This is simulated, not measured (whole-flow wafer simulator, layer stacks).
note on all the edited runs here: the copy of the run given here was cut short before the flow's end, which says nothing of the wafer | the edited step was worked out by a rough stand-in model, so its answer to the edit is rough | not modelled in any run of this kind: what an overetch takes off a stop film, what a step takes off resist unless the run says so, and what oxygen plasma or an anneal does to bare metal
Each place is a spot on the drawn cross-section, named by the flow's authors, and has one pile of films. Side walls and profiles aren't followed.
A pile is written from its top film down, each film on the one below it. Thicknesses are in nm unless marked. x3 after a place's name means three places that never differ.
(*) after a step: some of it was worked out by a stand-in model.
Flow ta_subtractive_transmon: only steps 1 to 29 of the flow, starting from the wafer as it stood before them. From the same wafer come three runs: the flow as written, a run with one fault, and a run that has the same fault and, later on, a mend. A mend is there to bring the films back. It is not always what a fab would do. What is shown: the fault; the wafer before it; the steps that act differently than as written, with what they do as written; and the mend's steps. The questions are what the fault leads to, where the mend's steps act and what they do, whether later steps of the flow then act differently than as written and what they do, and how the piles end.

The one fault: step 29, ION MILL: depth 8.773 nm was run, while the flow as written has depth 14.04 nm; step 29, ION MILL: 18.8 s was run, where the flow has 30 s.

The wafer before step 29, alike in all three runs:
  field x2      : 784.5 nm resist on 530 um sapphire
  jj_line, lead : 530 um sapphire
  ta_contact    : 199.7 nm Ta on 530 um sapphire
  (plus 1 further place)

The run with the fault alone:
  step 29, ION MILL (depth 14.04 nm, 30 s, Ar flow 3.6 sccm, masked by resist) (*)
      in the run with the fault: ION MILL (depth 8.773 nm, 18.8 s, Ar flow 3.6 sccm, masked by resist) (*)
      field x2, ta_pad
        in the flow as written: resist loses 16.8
        in the run with the fault: resist loses 10.5
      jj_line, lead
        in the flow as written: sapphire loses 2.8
        in the run with the fault: sapphire loses 1.75
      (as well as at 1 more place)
  Every later step of the flow that is run acts as written at every place that is followed.
  The piles end only slightly different from the flow's at the places that both follow, by no more than 2% or 0.5 nm, whichever is larger.

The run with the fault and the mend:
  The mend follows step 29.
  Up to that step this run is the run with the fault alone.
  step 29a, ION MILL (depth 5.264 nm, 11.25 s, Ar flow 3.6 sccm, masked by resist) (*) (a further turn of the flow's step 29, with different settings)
      field x2, ta_pad
        resist loses 6.29
      jj_line, lead
        sapphire loses 1.05
      ta_contact
        Ta loses 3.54
  Every later step of the flow that is run acts as written at every place that is followed.
  The piles end only slightly different from the flow's at the places that both follow, by no more than 2% or 0.5 nm, whichever is larger.
